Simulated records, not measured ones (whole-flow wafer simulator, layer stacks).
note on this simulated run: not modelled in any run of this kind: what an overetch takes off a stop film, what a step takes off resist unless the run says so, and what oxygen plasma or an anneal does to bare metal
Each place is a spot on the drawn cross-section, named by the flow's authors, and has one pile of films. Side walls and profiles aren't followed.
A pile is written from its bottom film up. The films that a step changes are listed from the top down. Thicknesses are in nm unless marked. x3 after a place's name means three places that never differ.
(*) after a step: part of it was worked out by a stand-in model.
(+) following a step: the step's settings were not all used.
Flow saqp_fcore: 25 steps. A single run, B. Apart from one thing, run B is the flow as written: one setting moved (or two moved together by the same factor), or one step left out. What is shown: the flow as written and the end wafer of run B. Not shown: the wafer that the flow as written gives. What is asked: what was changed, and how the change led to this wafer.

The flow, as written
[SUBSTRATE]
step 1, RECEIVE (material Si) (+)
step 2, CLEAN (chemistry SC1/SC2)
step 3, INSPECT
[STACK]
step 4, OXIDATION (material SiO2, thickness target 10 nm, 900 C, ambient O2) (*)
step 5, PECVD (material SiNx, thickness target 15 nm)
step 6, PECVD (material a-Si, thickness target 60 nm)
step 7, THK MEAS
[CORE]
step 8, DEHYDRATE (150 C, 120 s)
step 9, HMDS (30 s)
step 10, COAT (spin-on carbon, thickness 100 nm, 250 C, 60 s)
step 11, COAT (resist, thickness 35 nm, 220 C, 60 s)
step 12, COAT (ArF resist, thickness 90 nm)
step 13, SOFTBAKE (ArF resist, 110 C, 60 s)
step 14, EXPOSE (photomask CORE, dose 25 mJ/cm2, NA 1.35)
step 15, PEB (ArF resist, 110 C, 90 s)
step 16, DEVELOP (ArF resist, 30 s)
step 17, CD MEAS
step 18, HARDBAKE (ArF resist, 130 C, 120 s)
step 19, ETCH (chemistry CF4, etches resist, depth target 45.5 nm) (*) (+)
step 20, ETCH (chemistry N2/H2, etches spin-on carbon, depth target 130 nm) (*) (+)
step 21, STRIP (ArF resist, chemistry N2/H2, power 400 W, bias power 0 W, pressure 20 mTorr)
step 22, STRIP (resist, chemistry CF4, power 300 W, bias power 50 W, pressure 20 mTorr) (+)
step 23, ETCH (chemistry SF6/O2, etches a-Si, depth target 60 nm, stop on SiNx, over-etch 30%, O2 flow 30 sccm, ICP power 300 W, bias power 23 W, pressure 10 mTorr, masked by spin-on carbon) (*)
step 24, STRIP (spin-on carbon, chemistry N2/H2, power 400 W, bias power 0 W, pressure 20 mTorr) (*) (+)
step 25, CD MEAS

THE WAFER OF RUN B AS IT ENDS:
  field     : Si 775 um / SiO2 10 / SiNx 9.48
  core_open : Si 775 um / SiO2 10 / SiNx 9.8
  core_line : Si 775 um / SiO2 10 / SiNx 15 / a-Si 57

What caused this: step 6, PECVD: thickness target 57 nm was run, though the flow has thickness target 60 nm.
One can read it off the wafer: core_line has a-Si 57, and step 6 as written asks for 60 nm.

How this came from the change, step by step:
  step 6, PECVD (material a-Si, thickness target 60 nm)
      field, core_open, core_line: +57 a-Si (new film) (in the flow as written it would be: +60 a-Si (new film))
  step 23, ETCH (chemistry SF6/O2, etches a-Si, depth target 60 nm, stop on SiNx, over-etch 30%, O2 flow 30 sccm, ICP power 300 W, bias power 23 W, pressure 10 mTorr, masked by spin-on carbon) (*)
      field: -33.9 a-Si (all of it), -5.52 SiNx (in the flow as written it would be: -36.9 a-Si (all of it), -5.14 SiNx)
      core_open: -36.4 a-Si (all of it), -5.2 SiNx (in the flow as written it would be: -39.4 a-Si (all of it), -4.82 SiNx)
      (as well as at 1 more place)
